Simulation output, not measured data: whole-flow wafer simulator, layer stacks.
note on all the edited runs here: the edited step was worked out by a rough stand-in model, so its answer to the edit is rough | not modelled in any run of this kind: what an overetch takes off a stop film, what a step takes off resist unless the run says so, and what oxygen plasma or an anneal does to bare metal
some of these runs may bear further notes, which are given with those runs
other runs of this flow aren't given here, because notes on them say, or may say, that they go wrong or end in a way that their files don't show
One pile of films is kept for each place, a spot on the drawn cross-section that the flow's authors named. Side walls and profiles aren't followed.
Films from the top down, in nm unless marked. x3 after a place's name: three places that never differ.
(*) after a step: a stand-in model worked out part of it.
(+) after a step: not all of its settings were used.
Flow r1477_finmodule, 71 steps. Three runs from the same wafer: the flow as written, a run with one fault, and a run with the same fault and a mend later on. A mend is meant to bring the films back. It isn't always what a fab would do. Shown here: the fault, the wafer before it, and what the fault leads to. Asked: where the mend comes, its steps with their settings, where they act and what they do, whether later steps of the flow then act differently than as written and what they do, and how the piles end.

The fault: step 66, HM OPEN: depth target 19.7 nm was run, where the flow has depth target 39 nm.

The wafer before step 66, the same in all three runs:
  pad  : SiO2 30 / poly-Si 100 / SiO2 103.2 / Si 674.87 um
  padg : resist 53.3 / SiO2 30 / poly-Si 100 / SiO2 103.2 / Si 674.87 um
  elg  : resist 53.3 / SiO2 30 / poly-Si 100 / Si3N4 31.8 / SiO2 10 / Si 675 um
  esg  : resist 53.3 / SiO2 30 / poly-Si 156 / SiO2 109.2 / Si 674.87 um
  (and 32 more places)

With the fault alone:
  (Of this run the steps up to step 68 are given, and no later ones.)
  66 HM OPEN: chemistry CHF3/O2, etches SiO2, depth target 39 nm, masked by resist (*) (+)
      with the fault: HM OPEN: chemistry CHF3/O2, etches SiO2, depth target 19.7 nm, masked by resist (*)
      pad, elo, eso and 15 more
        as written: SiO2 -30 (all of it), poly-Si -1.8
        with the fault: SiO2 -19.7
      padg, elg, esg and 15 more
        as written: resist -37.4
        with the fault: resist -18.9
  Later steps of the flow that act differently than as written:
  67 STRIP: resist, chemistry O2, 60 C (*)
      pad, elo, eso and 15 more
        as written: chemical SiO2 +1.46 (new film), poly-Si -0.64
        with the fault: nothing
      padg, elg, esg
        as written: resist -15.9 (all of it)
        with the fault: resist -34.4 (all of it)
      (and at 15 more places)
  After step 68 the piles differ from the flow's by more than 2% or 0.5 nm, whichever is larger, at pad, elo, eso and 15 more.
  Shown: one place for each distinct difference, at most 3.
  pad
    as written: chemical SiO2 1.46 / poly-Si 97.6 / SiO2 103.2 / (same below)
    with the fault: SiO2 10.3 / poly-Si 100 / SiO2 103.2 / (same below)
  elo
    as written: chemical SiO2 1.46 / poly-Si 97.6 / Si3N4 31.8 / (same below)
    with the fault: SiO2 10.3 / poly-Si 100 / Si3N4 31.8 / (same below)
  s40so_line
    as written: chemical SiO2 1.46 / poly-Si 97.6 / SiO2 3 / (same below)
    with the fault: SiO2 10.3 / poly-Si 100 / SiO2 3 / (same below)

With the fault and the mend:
  The mend comes after step 67.
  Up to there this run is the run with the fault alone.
  67a DEHYDRATE: 150 C, 120 s (the flow's step 59 once more)
      changes no film at any place that is followed
  67b COAT: resist, thickness 70 nm (*) (the flow's step 60 once more)
      e40lg, e100lg, e200lg, elo, e40lo, e100lo, e200lo
        resist +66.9 (new film)
      s40sg, s45sg, s40so, s45so
        resist +91 (new film)
      s40sg_line, s45sg_line, s40so_line, s45so_line
        resist +68.5 (new film)
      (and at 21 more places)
  67c SOFTBAKE: 180 C, 180 s (*) (the flow's step 61 once more)
      changes no film at any place that is followed
  67d EXPOSE: resist, photomask GATE (the flow's step 62 once more)
      changes no film at any place that is followed
  67e DEVELOP (*) (the flow's step 63 once more)
      elo, e40lo, e100lo, e200lo
        resist -66.9 (all of it)
      eso, e40so
        resist -129.5 (all of it)
      s40so, s45so
        resist -91 (all of it)
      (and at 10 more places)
  67f DESCUM: chemistry O2, 20 C, 10 s (*) (the flow's step 65 once more)
      padg, elg, esg and 15 more
        resist -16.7
  67g HM OPEN: chemistry CHF3/O2, etches SiO2, depth target 19.3 nm, masked by resist (*) (+) (the flow's step 66 once more, with other settings)
      pad, elo, eso and 15 more
        SiO2 -10.3 (all of it), poly-Si -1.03
      padg, elg, esg and 15 more
        resist -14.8
  67h STRIP: resist, chemistry O2, 60 C (*) (the flow's step 67 once more)
      pad, elo, eso and 15 more
        chemical SiO2 +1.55 (new film), poly-Si -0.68
      e40lg, e100lg, e200lg
        resist -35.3 (all of it)
      elg, esg
        resist -38.5 (all of it)
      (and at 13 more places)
  No later step of the flow acts differently than as written, at any place that is followed, by more than 2% or 0.5 nm, whichever is larger.
  At the end the piles differ from the flow's only slightly at the places that both follow, by at most 2% or 0.5 nm, whichever is larger.
